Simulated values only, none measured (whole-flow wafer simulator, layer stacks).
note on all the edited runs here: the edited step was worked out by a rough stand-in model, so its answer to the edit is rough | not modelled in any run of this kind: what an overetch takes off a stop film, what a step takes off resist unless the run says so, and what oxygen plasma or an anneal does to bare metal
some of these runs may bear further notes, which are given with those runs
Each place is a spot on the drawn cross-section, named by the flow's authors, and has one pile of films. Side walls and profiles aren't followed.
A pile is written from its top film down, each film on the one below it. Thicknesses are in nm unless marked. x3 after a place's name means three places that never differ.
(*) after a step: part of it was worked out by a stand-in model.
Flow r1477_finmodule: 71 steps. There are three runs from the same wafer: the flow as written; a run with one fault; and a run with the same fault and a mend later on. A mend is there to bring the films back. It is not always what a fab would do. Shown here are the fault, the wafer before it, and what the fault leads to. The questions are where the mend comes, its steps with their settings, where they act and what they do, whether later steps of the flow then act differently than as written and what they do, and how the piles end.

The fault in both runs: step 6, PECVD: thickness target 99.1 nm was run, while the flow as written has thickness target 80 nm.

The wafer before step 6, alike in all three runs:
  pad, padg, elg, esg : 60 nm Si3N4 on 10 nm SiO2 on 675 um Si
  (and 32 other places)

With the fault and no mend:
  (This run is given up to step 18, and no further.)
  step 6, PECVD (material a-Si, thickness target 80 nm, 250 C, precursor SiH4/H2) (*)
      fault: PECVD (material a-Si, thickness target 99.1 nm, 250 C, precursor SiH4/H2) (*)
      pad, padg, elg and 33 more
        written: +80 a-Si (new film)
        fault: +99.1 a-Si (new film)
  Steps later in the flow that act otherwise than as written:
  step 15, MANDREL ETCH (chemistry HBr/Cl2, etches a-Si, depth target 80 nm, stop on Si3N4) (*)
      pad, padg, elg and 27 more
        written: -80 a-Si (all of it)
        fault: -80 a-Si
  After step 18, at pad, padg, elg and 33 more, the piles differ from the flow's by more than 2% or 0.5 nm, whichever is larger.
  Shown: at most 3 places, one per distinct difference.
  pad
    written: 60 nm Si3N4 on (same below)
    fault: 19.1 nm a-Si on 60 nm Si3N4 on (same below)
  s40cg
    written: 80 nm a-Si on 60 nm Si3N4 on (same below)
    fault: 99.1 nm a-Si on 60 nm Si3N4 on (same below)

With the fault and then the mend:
  The mend stands after step 7.
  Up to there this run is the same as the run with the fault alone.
  step 7a, ETCH (chemistry tmah, depth target 19.1 nm)
      pad, padg, elg and 33 more
        -19.1 a-Si
  Every later step of the flow that is run acts as written at every place that is followed.
  By the end, the piles equal the flow's at every place that both follow.
